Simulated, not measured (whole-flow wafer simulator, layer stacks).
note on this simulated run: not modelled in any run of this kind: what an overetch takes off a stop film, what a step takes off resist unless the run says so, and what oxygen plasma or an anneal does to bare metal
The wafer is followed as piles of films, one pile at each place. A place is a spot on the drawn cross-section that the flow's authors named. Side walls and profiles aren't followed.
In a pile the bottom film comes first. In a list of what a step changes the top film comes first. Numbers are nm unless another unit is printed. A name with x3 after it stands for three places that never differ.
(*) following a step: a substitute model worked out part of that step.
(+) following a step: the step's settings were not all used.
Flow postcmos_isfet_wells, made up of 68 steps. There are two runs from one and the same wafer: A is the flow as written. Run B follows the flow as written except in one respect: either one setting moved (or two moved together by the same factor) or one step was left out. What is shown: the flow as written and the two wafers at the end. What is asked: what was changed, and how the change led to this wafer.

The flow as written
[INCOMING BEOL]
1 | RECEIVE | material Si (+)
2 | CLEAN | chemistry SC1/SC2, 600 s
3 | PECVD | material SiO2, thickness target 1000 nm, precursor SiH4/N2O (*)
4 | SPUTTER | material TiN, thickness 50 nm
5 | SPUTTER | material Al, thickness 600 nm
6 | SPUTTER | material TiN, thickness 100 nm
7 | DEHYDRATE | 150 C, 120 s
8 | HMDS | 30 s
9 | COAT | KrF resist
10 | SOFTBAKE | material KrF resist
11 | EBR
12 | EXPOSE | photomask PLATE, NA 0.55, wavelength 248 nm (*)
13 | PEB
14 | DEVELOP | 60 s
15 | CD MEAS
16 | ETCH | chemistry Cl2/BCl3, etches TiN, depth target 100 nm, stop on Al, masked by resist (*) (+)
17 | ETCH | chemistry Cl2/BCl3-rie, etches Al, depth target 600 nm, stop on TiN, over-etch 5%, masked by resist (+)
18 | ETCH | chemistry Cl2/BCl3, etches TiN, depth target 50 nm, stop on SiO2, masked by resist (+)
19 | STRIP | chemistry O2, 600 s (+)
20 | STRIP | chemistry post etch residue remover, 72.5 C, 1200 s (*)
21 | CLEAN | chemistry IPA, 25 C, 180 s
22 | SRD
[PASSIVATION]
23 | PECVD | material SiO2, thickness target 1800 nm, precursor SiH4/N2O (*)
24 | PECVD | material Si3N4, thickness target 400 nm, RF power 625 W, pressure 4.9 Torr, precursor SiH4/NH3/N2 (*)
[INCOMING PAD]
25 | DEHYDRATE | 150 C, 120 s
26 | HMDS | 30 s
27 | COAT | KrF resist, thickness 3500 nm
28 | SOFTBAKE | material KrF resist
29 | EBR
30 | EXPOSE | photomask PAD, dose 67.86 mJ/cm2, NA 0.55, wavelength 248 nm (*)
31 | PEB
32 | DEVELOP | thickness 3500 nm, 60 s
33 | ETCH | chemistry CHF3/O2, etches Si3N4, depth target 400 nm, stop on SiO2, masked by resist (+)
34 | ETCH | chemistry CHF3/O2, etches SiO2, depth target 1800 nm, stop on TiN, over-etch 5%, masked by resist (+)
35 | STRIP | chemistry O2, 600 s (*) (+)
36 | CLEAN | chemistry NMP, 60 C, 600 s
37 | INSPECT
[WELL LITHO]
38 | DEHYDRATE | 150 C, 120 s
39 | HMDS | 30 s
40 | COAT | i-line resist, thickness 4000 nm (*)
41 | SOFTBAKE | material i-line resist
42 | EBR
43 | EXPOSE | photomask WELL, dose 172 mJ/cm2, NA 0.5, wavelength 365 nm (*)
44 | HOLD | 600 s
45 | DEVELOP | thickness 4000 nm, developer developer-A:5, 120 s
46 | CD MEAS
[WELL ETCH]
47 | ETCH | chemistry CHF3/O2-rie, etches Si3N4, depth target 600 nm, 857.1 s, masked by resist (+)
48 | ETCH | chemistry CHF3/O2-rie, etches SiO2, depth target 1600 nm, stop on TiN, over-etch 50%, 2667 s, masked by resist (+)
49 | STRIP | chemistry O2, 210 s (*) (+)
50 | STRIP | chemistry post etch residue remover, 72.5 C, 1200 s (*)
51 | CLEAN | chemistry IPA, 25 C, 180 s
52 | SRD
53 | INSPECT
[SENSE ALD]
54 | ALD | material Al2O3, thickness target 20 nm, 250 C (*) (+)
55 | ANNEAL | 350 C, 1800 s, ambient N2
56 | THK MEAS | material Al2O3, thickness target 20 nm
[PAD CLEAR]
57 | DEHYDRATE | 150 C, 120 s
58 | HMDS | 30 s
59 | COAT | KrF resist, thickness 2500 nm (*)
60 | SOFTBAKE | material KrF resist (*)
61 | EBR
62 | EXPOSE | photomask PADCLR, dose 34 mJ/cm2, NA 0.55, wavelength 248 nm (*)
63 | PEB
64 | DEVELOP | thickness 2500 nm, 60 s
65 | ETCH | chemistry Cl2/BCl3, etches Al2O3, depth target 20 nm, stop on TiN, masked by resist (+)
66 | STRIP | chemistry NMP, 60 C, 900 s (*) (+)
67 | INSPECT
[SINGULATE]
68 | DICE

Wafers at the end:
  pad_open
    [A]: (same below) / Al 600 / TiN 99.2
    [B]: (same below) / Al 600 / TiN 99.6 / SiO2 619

The reason: step 34, ETCH: depth target 1181 nm was run, while the flow as written has depth target 1800 nm.

The path from the change to this, step by step:
  34 | ETCH | chemistry CHF3/O2, etches SiO2, depth target 1800 nm, stop on TiN, over-etch 5%, masked by resist (+)
      pad_open: A SiO2 loses 1800 (all of it) | B SiO2 loses 1181
      field, margin, well900, well1300, well2000, well3000, pad_rim, pad_clr: A KrF resist loses 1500 | B KrF resist loses 984.2
  35 | STRIP | chemistry O2, 600 s (*) (+)
      field, margin, well900, well1300, well2000, well3000, pad_rim, pad_clr: A KrF resist loses 1638.4 (all of it) | B KrF resist loses 2154.3 (all of it)
  40 | COAT | i-line resist, thickness 4000 nm (*)
      pad_clr: A i-line resist gains 3256.8 (new film) | B i-line resist gains 3453.4 (new film)
      pad_open: A i-line resist gains 4804.7 (new film) | B i-line resist gains 4581.5 (new film)
  41 | SOFTBAKE | material i-line resist
      pad_clr: A i-line resist loses 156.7 | B i-line resist loses 98.2
      pad_open: A i-line resist gains 115.3 | B i-line resist gains 86.4
  49 | STRIP | chemistry O2, 210 s (*) (+)
      pad_clr: A i-line resist loses 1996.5 (all of it) | B i-line resist loses 2251.6 (all of it)
      pad_open: A i-line resist loses 3816.3 (all of it) | B i-line resist loses 3564.3 (all of it)
  59 | COAT | KrF resist, thickness 2500 nm (*)
      pad_rim: A KrF resist gains 1976.4 (new film) | B KrF resist gains 2120.7 (new film)
      pad_clr: A KrF resist gains 1691.6 (new film) | B KrF resist gains 1905.1 (new film)
      (and at 1 other place as well)
  60 | SOFTBAKE | material KrF resist (*)
      pad_rim: A nothing | B KrF resist loses 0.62
      pad_clr: A KrF resist loses 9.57 | B KrF resist loses 7.6
  64 | DEVELOP | thickness 2500 nm, 60 s
      pad_clr: A KrF resist loses 1682 (all of it) | B KrF resist loses 1897.5 (all of it)
      pad_open: A KrF resist loses 3067.2 (all of it) | B KrF resist loses 2908 (all of it)
  66 | STRIP | chemistry NMP, 60 C, 900 s (*) (+)
      pad_rim: A KrF resist loses 1937.7 (all of it) | B KrF resist loses 2081.3 (all of it)
